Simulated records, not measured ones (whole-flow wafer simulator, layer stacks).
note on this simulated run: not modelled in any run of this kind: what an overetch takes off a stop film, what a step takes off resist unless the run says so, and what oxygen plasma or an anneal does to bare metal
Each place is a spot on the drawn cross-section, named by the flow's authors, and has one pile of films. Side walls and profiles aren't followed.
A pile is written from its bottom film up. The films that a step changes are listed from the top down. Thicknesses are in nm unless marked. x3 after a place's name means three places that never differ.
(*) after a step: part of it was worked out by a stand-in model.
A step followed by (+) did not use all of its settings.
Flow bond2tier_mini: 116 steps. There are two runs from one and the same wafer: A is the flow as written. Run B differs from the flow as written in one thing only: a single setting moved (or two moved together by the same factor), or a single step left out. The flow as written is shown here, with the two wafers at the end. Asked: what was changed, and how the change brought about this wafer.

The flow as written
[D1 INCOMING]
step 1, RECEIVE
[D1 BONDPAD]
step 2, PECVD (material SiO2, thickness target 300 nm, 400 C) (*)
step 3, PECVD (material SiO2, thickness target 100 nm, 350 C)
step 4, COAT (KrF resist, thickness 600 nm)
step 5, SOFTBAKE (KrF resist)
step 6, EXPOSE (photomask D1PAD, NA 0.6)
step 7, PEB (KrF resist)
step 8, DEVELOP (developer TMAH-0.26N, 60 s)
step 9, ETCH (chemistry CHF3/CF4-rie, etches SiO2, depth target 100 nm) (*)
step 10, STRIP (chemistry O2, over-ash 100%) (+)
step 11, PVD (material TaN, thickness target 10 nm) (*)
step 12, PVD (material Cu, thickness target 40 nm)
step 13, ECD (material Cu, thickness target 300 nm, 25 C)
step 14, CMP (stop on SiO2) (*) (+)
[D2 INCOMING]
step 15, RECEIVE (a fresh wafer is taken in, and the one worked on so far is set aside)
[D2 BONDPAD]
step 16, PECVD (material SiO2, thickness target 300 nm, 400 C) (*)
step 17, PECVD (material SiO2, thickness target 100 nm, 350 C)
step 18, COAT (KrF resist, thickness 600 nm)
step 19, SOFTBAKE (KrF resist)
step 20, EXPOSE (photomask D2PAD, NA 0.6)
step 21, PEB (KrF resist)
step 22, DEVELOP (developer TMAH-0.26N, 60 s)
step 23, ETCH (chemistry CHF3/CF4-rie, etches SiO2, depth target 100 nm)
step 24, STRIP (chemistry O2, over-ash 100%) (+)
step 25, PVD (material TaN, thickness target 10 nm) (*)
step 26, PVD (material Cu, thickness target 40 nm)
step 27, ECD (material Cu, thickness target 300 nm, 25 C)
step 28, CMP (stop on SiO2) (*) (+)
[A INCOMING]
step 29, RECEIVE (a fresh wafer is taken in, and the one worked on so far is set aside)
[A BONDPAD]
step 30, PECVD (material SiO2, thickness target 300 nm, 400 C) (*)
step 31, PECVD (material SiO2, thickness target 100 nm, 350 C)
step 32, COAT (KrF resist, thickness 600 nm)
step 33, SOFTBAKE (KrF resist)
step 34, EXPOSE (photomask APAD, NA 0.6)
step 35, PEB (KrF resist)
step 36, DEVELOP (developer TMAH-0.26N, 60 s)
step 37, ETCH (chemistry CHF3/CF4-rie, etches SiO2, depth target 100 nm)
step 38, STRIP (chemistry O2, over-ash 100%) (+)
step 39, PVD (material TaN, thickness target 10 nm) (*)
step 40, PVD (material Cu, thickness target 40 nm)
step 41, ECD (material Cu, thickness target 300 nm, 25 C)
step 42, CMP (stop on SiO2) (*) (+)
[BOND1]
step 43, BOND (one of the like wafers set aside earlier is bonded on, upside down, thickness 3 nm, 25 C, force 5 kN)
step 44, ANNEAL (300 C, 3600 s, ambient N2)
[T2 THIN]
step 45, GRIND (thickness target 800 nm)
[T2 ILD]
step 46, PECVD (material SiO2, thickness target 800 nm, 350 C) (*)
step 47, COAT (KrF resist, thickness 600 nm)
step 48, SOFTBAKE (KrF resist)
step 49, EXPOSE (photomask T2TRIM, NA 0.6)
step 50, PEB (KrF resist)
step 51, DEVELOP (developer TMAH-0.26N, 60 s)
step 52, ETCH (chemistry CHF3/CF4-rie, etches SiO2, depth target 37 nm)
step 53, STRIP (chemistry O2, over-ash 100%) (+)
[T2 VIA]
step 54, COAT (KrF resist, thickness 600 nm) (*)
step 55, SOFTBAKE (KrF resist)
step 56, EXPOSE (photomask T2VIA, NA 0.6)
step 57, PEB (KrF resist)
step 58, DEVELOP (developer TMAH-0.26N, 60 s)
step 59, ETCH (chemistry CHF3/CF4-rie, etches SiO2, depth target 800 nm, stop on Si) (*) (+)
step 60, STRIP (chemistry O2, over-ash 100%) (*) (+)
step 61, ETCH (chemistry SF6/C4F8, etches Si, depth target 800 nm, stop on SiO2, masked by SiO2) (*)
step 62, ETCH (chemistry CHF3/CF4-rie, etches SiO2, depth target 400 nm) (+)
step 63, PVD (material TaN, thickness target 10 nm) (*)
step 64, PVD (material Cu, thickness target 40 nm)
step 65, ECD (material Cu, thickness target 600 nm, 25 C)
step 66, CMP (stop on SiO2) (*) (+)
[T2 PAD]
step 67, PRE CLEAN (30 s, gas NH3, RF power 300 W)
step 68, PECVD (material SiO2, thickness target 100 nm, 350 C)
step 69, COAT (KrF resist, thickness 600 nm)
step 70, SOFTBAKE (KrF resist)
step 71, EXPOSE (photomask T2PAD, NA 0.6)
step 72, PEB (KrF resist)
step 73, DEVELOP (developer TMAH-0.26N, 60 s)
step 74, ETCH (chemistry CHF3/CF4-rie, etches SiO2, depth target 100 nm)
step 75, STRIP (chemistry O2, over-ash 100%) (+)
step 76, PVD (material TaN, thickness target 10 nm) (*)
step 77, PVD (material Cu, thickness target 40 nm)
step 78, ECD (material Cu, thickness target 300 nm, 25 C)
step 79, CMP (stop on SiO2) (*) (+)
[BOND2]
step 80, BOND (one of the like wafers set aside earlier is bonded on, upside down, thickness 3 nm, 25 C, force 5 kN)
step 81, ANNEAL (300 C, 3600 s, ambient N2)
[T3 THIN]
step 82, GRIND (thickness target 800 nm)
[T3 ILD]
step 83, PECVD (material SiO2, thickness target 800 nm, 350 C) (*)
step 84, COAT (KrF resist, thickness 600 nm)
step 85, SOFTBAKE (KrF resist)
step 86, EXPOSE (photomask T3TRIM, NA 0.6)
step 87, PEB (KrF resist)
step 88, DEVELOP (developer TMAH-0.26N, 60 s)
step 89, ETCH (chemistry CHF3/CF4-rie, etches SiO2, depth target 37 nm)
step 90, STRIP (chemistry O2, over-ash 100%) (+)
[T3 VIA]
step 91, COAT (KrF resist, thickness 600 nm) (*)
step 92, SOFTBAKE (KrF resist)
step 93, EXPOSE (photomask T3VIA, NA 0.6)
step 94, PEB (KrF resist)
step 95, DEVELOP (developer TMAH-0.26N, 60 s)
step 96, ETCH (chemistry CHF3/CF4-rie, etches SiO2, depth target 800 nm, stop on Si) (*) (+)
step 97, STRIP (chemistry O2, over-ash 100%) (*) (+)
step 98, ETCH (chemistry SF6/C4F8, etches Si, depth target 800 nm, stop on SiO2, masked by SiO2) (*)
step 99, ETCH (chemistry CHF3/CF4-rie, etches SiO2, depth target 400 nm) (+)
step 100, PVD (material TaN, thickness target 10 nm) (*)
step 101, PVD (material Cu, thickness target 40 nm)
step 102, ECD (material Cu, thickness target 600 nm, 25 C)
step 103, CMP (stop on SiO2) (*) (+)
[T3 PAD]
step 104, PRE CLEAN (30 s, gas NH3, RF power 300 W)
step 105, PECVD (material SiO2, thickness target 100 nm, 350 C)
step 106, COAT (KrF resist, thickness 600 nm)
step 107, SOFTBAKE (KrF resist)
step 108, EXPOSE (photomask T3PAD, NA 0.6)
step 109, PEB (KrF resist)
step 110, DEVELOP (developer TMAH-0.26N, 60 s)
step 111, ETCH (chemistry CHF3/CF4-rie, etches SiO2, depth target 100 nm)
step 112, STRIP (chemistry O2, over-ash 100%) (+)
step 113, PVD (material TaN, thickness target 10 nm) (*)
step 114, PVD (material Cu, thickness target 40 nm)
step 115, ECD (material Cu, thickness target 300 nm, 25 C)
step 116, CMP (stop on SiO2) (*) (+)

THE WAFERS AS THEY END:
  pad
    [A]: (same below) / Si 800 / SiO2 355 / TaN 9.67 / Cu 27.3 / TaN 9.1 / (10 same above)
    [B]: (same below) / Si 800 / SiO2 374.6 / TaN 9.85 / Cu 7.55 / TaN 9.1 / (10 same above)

Cause: step 52, ETCH: depth target 17.4 nm was run, while the flow as written has depth target 37 nm.

Step by step, how the change led to this:
  step 52, ETCH (chemistry CHF3/CF4-rie, etches SiO2, depth target 37 nm)
      pad, via: A -37 SiO2 | B -17.4 SiO2
      field: A -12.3 KrF resist | B -5.8 KrF resist
  step 59, ETCH (chemistry CHF3/CF4-rie, etches SiO2, depth target 800 nm, stop on Si) (*) (+)
      via: A -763 SiO2 (all of it) | B -782.6 SiO2 (all of it)
  step 60, STRIP (chemistry O2, over-ash 100%) (*) (+)
      field: A -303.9 KrF resist (all of it) | B -312.2 KrF resist (all of it)
      pad: A -336 KrF resist (all of it) | B -327.3 KrF resist (all of it)
  step 65, ECD (material Cu, thickness target 600 nm, 25 C)
      pad: A +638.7 Cu | B +618.2 Cu
